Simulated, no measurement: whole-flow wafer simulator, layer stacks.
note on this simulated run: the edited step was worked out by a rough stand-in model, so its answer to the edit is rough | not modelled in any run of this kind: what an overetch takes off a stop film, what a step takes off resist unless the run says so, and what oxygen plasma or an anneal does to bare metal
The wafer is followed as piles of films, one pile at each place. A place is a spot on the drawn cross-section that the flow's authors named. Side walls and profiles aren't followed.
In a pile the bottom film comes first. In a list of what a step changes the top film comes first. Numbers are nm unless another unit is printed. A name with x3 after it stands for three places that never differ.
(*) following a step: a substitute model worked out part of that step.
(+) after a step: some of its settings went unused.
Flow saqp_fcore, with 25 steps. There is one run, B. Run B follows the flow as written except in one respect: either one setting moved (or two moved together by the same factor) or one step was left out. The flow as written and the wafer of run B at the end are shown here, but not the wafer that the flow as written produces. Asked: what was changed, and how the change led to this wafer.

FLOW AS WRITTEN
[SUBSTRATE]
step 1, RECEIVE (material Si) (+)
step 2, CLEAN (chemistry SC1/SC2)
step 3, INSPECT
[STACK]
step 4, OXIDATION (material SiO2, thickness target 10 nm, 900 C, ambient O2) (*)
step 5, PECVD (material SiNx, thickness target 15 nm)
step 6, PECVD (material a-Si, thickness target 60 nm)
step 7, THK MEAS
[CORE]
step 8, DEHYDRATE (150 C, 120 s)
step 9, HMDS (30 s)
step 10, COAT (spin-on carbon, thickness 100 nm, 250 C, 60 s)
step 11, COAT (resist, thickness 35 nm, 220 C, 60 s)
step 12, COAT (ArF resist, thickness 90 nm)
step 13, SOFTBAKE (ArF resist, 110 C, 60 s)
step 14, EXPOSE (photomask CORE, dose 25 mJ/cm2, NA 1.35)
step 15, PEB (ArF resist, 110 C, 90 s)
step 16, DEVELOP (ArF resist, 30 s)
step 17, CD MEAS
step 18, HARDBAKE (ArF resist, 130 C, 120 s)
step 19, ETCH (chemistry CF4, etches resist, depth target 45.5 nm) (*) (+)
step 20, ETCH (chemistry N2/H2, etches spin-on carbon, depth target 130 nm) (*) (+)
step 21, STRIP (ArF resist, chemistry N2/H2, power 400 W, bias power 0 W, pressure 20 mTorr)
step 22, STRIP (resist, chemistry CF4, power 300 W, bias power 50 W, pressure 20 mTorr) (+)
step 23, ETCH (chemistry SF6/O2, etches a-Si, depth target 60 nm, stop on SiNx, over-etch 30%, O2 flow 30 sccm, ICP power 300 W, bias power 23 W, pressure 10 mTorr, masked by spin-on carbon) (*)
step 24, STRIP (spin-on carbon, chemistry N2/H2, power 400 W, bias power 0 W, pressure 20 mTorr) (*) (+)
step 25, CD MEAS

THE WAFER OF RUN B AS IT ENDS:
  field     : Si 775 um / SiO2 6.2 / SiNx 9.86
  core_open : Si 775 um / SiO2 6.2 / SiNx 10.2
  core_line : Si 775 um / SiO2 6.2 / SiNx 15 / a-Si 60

The reason: step 4, OXIDATION: thickness target 6.2 nm was run, while the flow as written has thickness target 10 nm.
The wafer lets one read it off: field has SiO2 6.2, and step 4 as written asks for 10 nm.

Step by step, how the change led to this:
  step 4, OXIDATION (material SiO2, thickness target 10 nm, 900 C, ambient O2) (*)
      field, core_open, core_line: +6.2 SiO2 (new film), -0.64 chemical SiO2 (all of it), -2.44 Si (in the flow as written it would be: +10 SiO2 (new film), -0.64 chemical SiO2 (all of it), -4.12 Si)
